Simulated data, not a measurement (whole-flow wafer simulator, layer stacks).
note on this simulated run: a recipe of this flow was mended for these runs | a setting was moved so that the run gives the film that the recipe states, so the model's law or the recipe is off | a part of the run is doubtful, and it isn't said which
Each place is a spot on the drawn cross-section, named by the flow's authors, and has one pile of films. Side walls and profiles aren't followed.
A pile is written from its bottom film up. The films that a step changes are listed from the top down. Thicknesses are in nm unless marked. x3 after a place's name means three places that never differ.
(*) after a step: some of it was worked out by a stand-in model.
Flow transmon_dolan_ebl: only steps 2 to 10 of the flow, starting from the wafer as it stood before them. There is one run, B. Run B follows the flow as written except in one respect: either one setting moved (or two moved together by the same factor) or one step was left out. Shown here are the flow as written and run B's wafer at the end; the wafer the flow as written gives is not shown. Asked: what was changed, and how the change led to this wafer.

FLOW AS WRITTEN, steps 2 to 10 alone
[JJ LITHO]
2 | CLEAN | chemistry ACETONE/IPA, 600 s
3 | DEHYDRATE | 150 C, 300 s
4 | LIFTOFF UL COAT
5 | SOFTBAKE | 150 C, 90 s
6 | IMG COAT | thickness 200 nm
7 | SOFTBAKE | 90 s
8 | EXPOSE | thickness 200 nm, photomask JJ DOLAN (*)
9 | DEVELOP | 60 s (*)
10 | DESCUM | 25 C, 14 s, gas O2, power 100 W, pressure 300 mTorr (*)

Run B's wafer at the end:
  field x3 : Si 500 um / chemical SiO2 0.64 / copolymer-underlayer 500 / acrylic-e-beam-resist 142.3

What caused this: step 6, IMG COAT: thickness 157 nm was run, whereas the flow has thickness 200 nm; step 8, EXPOSE: thickness 157 nm was run, where the flow has thickness 200 nm.

How this came from the change, step by step:
  6 | IMG COAT | thickness 200 nm
      field x3, jj_line: acrylic-e-beam-resist gains 157 (new film) (in the flow as written it would be: acrylic-e-beam-resist gains 200 (new film))
  9 | DEVELOP | 60 s (*)
      jj_line: acrylic-e-beam-resist loses 157 (all of it), copolymer-underlayer loses 500 (all of it) (in the flow as written it would be: acrylic-e-beam-resist loses 200 (all of it), copolymer-underlayer loses 500 (all of it))
